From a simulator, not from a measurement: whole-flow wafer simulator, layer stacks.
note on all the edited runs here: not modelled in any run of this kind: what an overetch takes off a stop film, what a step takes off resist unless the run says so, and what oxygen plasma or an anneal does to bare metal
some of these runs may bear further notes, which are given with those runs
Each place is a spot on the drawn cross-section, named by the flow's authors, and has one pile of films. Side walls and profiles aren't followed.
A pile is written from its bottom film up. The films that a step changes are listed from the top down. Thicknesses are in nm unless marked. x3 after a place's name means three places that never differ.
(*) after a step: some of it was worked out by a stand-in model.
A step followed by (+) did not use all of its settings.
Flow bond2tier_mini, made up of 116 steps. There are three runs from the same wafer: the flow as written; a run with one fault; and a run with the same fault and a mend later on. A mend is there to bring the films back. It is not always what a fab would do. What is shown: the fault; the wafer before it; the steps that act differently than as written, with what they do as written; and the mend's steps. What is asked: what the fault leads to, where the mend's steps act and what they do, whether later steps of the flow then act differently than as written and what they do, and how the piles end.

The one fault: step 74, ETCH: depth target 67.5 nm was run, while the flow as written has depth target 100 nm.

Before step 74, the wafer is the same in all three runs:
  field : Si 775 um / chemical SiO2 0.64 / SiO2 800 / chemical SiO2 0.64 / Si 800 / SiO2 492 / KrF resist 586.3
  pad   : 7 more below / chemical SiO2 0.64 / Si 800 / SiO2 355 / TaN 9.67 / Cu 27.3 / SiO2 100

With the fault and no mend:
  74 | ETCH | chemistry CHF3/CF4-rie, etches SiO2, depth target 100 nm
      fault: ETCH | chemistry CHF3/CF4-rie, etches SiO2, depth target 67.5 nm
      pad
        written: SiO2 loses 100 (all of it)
        fault: SiO2 loses 67.5
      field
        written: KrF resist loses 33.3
        fault: KrF resist loses 22.5
  Later steps of the flow acting differently than as written (not shown: 2 more steps that differ only slightly, by at most 2% or 0.5 nm, whichever is larger):
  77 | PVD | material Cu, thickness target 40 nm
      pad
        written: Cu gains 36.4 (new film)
        fault: Cu gains 37.6 (new film)
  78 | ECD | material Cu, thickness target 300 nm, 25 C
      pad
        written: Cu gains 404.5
        fault: Cu gains 370.6
  By the end, the piles at pad depart from the flow's by more than 2% or 0.5 nm, whichever is larger.
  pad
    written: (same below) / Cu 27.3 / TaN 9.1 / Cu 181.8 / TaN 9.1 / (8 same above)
    fault: (same below) / Cu 27.3 / SiO2 32.5 / TaN 9.39 / Cu 149 / TaN 9.1 / (8 same above)

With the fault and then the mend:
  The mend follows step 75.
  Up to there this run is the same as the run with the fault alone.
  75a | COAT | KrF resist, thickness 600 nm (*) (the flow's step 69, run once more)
      field
        KrF resist gains 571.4 (new film)
      pad
        KrF resist gains 629.8 (new film)
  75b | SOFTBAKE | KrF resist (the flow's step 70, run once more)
      does not change any film at any place that is followed
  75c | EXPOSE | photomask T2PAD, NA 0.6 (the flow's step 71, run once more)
      does not change any film at any place that is followed
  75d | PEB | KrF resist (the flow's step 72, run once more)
      does not change any film at any place that is followed
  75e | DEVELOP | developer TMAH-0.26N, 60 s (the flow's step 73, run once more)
      field
        KrF resist loses 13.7
      pad
        KrF resist loses 629.8 (all of it)
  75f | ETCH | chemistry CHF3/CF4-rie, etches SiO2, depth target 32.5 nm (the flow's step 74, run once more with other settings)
      field
        KrF resist loses 10.8
      pad
        SiO2 loses 32.5 (all of it)
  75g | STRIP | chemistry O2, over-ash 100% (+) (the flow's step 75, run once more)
      field
        KrF resist loses 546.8 (all of it)
  Every later step of the flow that is run acts as written at every place that is followed.
  The piles end the same as the flow's at every place that both follow.
